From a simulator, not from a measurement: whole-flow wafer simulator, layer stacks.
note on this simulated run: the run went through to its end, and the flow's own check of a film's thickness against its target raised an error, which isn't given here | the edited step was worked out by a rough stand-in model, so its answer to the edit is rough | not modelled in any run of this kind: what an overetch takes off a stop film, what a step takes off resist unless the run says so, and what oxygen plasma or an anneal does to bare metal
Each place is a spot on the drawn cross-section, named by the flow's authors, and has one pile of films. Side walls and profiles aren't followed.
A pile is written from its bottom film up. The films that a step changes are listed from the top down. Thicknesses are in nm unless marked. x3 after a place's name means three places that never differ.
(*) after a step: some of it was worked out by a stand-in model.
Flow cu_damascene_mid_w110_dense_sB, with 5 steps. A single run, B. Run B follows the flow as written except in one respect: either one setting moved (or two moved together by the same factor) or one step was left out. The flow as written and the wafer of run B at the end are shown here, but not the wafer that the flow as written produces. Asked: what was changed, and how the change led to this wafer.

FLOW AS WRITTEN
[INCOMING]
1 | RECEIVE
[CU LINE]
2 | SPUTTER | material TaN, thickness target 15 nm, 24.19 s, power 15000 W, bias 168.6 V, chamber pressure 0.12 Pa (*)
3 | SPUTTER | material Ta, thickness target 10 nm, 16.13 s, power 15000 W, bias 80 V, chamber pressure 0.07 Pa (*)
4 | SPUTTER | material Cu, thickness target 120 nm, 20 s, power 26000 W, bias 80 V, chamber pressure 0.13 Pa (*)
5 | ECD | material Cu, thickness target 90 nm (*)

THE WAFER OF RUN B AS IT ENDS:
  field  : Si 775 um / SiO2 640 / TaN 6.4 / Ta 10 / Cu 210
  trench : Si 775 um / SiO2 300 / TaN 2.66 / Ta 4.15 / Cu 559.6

What caused this: step 2, SPUTTER: thickness target 6.4 nm was run, while the flow as written has thickness target 15 nm; step 2, SPUTTER: 10.28 s was run, where the flow has 24.19 s.
One can read it off the wafer: field has TaN 6.4, and step 2 as written asks for 15 nm.

The path from the change to this, step by step:
  2 | SPUTTER | material TaN, thickness target 15 nm, 24.19 s, power 15000 W, bias 168.6 V, chamber pressure 0.12 Pa (*)
      field: +6.4 TaN (new film) (it would be, as written: +15 TaN (new film))
      trench: +2.66 TaN (new film) (it would be, as written: +6.23 TaN (new film))
  4 | SPUTTER | material Cu, thickness target 120 nm, 20 s, power 26000 W, bias 80 V, chamber pressure 0.13 Pa (*)
      trench: +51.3 Cu (new film) (it would be, as written: +49.9 Cu (new film))
